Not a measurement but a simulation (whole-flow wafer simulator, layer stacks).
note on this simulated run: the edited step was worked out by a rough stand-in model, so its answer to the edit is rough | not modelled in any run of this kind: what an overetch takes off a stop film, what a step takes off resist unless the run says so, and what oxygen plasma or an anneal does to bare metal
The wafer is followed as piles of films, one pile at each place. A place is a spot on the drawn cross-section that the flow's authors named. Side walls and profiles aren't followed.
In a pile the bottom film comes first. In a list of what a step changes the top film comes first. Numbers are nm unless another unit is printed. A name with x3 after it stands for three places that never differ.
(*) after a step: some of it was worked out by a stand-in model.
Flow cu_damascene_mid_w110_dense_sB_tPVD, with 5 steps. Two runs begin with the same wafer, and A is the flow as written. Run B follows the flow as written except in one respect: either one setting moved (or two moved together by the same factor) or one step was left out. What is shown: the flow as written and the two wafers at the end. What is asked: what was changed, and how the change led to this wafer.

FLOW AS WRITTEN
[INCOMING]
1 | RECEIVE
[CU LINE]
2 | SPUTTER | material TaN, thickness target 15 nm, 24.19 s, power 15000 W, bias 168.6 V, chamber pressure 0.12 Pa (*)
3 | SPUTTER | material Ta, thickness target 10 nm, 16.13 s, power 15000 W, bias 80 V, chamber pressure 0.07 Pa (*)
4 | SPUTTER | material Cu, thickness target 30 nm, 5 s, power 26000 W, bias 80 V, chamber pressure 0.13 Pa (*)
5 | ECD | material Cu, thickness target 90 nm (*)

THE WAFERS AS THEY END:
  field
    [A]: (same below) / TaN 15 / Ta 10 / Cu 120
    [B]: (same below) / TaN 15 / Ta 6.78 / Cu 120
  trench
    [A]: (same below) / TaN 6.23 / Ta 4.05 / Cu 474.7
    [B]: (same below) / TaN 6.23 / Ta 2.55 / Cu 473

The reason: step 3, SPUTTER: power 10160 W was run, though the flow has power 15000 W.

How this came from the change, step by step:
  3 | SPUTTER | material Ta, thickness target 10 nm, 16.13 s, power 15000 W, bias 80 V, chamber pressure 0.07 Pa (*)
      field: A Ta gains 10 (new film) | B Ta gains 6.78 (new film)
      trench: A Ta gains 4.05 (new film) | B Ta gains 2.55 (new film)
